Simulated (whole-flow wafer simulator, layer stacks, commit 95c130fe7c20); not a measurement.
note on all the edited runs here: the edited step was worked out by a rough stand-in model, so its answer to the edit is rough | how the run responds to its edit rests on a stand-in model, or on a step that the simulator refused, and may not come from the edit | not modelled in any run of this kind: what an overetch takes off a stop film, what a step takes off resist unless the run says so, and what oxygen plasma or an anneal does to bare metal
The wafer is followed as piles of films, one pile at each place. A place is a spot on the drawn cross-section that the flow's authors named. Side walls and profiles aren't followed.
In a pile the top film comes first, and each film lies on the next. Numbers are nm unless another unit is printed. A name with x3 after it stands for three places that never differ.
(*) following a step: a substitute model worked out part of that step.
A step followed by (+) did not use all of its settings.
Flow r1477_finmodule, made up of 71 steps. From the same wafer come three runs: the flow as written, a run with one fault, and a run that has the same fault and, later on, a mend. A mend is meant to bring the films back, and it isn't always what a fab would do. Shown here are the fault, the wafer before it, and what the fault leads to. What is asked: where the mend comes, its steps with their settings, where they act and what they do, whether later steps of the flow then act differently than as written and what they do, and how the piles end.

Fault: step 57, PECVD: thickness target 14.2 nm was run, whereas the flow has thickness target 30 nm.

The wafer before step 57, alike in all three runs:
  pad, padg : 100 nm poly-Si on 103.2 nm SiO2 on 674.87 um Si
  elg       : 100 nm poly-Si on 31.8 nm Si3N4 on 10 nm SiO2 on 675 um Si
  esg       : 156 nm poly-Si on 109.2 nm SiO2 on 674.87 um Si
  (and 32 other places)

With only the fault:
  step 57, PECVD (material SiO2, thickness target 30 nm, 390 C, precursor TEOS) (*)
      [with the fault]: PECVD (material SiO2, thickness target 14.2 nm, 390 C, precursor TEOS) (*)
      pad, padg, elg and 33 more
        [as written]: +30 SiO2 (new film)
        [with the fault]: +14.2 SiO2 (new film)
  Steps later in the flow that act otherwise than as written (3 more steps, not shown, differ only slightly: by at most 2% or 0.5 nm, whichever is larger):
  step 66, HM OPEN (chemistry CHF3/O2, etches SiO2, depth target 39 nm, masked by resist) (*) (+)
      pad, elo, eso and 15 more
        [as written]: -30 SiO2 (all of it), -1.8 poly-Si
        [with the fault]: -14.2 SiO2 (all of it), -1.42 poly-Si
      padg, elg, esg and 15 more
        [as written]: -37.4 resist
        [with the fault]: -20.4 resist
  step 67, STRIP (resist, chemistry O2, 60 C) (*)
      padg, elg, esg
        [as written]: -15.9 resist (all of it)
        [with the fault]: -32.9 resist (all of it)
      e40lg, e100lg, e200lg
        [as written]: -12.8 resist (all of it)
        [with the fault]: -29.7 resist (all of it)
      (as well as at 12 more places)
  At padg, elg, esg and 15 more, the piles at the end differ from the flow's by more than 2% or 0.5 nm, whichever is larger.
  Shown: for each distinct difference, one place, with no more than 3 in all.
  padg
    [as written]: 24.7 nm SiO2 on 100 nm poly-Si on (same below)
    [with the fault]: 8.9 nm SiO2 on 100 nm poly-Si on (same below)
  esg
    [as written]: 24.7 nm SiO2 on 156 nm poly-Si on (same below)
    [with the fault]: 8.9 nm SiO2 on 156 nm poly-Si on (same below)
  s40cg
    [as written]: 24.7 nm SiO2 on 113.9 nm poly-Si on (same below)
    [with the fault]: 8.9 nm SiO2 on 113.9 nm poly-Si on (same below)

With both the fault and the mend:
  The mend stands after step 58.
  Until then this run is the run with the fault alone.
  step 58a, PECVD (material SiO2, thickness target 15.8 nm, 390 C, precursor TEOS) (*) (a further turn of the flow's step 57, with different settings)
      pad, padg, elg and 33 more
        +15.8 SiO2
  None of the later steps of the flow acts differently than as written at any place that is followed.
  The piles end the same as the flow's at every place that both follow.
